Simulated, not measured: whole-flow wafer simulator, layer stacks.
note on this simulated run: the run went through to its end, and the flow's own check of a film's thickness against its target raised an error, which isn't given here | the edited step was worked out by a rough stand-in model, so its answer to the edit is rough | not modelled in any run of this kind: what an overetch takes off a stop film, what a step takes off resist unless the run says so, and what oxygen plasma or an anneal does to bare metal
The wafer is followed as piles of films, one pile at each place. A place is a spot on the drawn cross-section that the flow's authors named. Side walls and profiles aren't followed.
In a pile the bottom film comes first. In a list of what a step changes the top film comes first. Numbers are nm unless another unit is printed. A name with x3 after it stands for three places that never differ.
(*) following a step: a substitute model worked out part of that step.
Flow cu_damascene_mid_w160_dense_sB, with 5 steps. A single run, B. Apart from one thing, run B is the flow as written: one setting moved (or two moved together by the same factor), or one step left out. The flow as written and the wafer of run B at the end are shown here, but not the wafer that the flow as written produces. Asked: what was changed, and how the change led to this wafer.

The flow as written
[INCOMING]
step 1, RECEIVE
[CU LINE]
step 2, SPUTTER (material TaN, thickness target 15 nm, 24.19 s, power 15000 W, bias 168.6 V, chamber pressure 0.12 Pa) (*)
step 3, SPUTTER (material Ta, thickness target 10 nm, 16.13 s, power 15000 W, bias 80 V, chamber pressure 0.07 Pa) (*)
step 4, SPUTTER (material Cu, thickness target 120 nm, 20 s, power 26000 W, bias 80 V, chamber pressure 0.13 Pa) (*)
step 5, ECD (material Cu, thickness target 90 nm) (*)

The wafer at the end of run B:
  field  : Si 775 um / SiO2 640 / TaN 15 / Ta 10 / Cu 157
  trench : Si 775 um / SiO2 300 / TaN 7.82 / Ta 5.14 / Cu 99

Cause: step 5, ECD: thickness target 37 nm was run, while the flow as written has thickness target 90 nm.

How this came from the change, step by step:
  step 5, ECD (material Cu, thickness target 90 nm) (*)
      field: +37 Cu (as written it would have been: +90 Cu)
      trench: +37 Cu (as written it would have been: +500 Cu)
